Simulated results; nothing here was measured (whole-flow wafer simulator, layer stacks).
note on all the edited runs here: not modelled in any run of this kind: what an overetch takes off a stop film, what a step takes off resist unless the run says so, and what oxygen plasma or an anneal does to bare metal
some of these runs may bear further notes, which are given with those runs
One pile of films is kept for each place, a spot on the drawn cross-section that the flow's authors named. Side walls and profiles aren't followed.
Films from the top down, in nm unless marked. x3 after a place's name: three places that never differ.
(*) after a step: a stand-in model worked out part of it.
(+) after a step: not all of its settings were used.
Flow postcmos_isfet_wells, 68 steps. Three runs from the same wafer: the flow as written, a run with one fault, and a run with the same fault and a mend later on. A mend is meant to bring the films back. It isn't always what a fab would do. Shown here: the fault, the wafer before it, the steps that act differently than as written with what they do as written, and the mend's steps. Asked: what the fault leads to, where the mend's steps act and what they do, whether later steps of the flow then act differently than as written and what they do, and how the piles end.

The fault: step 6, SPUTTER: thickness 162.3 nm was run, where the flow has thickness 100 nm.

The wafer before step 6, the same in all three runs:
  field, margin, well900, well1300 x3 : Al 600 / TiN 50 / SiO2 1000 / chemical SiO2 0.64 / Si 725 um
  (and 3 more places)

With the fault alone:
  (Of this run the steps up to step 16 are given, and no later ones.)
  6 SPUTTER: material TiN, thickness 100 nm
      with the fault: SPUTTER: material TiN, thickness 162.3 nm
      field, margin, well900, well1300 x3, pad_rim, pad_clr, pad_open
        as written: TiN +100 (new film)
        with the fault: TiN +162.3 (new film)
  Later steps of the flow that act differently than as written:
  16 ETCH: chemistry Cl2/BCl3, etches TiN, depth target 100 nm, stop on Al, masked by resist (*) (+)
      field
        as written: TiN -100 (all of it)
        with the fault: TiN -100
  After step 16 the piles differ from the flow's by more than 2% or 0.5 nm, whichever is larger, at field, margin, well900, well1300 x3, pad_rim, pad_clr, pad_open.
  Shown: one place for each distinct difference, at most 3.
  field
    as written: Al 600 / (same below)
    with the fault: TiN 62.3 / Al 600 / (same below)
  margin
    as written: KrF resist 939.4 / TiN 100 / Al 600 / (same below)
    with the fault: KrF resist 939.4 / TiN 162.3 / Al 600 / (same below)

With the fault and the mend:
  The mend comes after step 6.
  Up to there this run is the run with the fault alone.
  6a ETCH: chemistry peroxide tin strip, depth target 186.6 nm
      field, margin, well900, well1300 x3, pad_rim, pad_clr, pad_open
        TiN -162.3 (all of it)
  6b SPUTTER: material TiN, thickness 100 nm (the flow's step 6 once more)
      field, margin, well900, well1300 x3, pad_rim, pad_clr, pad_open
        TiN +100 (new film)
  No later step of the flow acts differently than as written at any place that is followed.
  At the end the piles are the same as the flow's at every place that both follow.
